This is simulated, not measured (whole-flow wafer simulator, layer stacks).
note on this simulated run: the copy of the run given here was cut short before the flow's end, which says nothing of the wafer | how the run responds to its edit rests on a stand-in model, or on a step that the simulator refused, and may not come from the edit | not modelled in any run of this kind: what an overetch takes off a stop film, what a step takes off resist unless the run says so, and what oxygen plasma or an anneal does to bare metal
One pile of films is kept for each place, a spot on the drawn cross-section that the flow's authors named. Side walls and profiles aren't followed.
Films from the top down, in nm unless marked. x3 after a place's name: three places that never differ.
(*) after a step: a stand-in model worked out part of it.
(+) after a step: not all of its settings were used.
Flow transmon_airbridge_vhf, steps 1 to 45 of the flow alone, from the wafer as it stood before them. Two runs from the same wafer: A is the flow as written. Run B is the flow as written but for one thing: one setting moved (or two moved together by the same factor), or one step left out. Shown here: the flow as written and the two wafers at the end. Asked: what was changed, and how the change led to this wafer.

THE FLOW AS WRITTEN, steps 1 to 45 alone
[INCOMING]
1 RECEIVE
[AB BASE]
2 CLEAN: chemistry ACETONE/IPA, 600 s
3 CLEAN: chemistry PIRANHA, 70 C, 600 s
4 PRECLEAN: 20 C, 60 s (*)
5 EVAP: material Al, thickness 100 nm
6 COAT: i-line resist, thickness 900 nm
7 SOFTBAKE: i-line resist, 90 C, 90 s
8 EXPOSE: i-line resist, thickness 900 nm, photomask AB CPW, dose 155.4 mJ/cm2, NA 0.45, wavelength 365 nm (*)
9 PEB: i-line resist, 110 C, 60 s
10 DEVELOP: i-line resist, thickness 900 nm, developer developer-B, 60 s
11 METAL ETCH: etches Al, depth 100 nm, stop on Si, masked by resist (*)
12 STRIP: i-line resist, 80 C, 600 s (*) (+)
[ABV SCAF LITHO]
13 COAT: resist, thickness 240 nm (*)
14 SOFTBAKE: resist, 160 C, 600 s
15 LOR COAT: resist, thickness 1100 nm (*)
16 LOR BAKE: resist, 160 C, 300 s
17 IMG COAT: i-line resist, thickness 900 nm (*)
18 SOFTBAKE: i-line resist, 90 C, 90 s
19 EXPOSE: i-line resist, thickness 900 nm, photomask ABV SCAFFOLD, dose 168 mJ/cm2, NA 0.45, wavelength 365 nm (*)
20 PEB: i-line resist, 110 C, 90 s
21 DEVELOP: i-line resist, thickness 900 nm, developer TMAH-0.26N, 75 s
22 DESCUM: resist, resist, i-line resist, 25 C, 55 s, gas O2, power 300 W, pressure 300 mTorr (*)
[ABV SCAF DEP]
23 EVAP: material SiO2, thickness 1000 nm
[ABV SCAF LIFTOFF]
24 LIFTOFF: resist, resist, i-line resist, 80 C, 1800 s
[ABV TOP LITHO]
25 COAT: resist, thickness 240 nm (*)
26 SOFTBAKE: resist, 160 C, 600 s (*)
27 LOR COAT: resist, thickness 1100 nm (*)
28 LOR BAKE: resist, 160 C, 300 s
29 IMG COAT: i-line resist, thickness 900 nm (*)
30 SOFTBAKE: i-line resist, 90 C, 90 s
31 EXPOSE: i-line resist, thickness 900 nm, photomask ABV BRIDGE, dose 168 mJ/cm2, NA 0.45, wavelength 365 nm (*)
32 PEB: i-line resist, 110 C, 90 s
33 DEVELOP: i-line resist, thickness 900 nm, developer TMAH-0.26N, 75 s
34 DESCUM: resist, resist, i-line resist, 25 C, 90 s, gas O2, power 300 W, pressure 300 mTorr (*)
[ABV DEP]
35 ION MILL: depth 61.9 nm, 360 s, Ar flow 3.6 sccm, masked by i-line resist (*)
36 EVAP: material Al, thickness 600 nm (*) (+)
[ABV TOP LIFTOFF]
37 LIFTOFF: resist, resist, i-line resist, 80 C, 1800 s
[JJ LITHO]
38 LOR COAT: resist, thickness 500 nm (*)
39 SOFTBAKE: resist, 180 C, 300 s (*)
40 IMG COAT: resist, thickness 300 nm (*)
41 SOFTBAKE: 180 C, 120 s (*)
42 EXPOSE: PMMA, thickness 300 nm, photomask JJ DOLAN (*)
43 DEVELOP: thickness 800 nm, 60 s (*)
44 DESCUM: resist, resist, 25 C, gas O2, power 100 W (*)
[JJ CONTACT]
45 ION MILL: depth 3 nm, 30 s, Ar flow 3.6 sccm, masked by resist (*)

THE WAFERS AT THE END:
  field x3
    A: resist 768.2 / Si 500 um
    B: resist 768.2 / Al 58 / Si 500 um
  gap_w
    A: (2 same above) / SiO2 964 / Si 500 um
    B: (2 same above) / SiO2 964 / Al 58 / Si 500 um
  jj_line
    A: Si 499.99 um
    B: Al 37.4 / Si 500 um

The cause: step 5, EVAP: thickness 158 nm was run, where the flow has thickness 100 nm.

How the change led to this, step by step:
  5 EVAP: material Al, thickness 100 nm
      field x3, jj_line, ground_far and 12 more: A Al +100 (new film) | B Al +158 (new film)
  11 METAL ETCH: etches Al, depth 100 nm, stop on Si, masked by resist (*)
      field x3, jj_line, gap_w, gap_e: A Al -100 (all of it) | B Al -100
  45 ION MILL: depth 3 nm, 30 s, Ar flow 3.6 sccm, masked by resist (*)
      jj_line: A Si -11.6 | B Al -20.6
Counting metal films that touch as one body, field x3 has 1 body; the flow as written gives 0 bodies.
Counting metal films that touch as one body, gap_w has 2 bodies (between them, from the top down: SiO2 964); the flow as written gives 1 body.
Counting metal films that touch as one body, jj_line has 1 body; the flow as written gives 0 bodies.
